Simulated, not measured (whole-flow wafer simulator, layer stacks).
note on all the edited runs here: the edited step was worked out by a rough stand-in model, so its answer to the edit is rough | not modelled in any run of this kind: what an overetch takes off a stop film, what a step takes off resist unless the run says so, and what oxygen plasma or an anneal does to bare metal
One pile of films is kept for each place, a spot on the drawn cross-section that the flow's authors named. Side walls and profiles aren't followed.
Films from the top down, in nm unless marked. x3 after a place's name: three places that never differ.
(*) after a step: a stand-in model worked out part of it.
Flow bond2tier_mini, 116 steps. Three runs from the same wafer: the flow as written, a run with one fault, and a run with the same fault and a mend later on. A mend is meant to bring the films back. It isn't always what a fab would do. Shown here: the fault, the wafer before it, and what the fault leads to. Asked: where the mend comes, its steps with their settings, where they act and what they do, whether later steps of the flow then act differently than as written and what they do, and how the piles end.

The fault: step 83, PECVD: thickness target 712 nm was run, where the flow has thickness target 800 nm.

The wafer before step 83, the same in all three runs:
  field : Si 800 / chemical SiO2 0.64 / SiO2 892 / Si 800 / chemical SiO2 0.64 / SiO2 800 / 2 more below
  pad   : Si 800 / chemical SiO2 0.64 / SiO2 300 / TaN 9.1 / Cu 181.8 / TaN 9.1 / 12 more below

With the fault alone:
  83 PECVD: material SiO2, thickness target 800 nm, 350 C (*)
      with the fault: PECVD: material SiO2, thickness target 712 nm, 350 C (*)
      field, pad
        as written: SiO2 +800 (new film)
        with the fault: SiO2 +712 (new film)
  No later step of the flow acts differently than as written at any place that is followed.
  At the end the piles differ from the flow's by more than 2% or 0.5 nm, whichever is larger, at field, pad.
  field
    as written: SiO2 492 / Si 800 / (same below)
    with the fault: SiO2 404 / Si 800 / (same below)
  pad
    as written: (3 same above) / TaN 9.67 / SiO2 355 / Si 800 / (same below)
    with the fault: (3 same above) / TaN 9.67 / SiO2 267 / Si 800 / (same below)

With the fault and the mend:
  The mend comes after step 83.
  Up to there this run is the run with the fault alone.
  83a PECVD: material SiO2, thickness target 88 nm, 350 C (the flow's step 83 once more, with other settings)
      field, pad
        SiO2 +88
  No later step of the flow acts differently than as written at any place that is followed.
  At the end the piles are the same as the flow's at every place that both follow.
